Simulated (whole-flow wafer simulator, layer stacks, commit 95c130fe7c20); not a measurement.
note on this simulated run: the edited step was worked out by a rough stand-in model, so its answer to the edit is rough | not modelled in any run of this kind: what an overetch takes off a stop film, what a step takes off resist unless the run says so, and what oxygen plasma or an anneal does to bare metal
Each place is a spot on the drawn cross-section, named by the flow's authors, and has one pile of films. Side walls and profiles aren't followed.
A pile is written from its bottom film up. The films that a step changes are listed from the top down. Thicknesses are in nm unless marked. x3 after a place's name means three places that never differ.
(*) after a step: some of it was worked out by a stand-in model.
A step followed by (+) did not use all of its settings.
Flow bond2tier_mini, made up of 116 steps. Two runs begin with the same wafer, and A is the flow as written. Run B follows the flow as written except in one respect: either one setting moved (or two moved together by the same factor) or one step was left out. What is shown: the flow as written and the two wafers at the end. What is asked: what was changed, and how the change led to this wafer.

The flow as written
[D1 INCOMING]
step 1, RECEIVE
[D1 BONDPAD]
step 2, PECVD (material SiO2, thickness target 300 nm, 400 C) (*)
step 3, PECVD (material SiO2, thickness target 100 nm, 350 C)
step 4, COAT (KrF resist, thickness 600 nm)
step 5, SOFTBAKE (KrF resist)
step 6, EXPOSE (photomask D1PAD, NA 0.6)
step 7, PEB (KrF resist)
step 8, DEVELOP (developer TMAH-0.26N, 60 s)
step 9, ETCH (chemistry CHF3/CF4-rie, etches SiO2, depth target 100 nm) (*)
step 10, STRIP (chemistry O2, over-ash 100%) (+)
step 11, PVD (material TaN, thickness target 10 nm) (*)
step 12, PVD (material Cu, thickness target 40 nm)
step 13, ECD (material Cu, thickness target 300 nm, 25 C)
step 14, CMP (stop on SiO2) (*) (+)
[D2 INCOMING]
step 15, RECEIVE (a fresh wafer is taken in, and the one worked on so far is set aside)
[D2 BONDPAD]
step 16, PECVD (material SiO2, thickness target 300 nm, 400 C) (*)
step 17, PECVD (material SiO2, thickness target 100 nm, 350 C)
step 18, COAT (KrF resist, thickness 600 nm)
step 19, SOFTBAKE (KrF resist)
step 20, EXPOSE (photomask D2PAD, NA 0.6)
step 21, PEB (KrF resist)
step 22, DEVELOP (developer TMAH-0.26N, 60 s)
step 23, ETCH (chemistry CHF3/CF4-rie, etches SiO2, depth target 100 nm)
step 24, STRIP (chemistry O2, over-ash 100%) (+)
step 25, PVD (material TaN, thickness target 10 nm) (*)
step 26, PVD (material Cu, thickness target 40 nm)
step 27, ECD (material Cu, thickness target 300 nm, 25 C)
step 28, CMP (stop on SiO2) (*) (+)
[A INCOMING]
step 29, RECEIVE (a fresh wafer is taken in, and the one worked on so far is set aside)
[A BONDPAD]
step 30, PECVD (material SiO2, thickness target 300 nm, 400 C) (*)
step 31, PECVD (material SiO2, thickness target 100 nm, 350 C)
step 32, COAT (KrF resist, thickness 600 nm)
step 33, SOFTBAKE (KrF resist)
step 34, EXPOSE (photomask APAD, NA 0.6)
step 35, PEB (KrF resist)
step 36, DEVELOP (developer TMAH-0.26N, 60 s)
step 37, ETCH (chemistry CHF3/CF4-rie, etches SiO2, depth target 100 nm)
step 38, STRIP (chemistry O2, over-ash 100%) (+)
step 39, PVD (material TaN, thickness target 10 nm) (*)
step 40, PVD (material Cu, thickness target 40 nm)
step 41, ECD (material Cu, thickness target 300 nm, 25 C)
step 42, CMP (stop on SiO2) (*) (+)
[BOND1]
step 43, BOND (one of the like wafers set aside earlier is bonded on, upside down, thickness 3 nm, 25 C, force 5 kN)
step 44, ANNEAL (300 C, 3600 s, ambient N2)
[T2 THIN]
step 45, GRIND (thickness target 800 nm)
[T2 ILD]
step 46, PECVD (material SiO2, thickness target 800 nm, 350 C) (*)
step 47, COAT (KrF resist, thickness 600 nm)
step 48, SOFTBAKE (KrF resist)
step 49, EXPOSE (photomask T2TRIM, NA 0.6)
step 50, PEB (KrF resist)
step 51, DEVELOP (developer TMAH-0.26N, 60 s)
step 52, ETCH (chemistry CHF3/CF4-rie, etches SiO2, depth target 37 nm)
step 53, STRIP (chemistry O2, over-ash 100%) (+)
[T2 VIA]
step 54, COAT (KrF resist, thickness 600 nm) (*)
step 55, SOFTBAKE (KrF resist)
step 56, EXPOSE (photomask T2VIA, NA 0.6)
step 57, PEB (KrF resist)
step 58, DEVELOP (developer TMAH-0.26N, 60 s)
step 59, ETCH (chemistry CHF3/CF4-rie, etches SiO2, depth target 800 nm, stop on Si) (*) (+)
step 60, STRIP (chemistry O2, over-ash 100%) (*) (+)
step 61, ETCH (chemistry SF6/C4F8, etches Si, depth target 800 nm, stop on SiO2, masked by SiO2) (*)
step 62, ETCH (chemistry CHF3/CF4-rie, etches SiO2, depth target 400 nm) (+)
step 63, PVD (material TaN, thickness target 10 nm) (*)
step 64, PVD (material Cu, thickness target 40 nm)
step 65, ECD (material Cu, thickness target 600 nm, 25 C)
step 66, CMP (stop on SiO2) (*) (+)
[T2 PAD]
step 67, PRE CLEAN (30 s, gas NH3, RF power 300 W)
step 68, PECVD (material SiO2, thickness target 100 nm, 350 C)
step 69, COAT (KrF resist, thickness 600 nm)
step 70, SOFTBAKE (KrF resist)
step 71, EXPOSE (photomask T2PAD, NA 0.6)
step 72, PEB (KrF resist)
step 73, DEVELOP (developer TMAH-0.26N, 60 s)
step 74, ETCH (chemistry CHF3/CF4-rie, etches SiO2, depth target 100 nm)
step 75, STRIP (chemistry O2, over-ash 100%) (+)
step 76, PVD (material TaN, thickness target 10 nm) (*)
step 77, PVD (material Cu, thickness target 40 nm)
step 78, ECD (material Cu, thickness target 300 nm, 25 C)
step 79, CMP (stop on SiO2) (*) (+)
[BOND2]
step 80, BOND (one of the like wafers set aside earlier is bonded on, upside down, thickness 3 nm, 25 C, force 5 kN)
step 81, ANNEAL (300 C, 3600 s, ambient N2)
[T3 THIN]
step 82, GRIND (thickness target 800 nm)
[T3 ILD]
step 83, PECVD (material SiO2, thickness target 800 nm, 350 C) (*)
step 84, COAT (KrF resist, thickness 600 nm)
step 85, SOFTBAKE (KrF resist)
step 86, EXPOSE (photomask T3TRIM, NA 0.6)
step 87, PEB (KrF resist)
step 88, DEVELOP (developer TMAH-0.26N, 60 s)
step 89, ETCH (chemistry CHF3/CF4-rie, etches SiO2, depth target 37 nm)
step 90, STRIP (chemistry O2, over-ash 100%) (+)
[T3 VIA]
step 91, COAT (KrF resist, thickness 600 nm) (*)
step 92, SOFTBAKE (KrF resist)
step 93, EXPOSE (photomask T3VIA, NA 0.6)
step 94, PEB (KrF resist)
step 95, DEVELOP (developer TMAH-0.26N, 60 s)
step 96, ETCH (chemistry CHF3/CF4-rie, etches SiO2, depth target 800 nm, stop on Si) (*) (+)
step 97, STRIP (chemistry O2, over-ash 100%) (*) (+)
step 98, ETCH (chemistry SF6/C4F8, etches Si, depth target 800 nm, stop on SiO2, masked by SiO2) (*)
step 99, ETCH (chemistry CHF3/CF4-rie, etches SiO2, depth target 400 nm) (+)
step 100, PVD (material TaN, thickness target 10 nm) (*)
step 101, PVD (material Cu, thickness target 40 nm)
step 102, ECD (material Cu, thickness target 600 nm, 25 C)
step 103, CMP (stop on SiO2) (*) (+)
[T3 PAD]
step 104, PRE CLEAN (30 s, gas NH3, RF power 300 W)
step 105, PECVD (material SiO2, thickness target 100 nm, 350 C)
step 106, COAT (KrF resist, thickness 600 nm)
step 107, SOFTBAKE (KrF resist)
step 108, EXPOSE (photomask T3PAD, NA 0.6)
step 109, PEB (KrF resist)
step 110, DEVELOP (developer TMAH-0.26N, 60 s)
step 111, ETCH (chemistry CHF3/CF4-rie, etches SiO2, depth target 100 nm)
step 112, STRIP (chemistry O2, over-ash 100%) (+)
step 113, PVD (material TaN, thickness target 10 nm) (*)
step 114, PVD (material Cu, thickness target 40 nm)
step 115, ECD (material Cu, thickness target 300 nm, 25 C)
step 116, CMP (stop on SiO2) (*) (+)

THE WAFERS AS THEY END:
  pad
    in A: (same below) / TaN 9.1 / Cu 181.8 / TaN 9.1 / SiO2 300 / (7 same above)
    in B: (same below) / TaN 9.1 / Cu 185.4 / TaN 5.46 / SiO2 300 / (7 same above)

Cause: step 25, PVD: thickness target 6 nm was run, while the flow as written has thickness target 10 nm.

How this came from the change, step by step:
  step 25, PVD (material TaN, thickness target 10 nm) (*)
      field: A +10 TaN (new film) | B +6 TaN (new film)
      pad: A +9.1 TaN (new film) | B +5.46 TaN (new film)
      (as well as at 1 more place)
  step 28, CMP (stop on SiO2) (*) (+)
      field: A -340 Cu (all of it), -10 TaN (all of it) | B -340 Cu (all of it), -6 TaN (all of it)
  step 80, BOND (one of the like wafers set aside earlier is bonded on, upside down, thickness 3 nm, 25 C, force 5 kN)
      pad: A +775 um Si (new film), +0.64 chemical SiO2 (new film), +300 SiO2 (new film), +9.1 TaN (new film), +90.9 Cu | B +775 um Si (new film), +0.64 chemical SiO2 (new film), +300 SiO2 (new film), +5.46 TaN (new film), +94.5 Cu
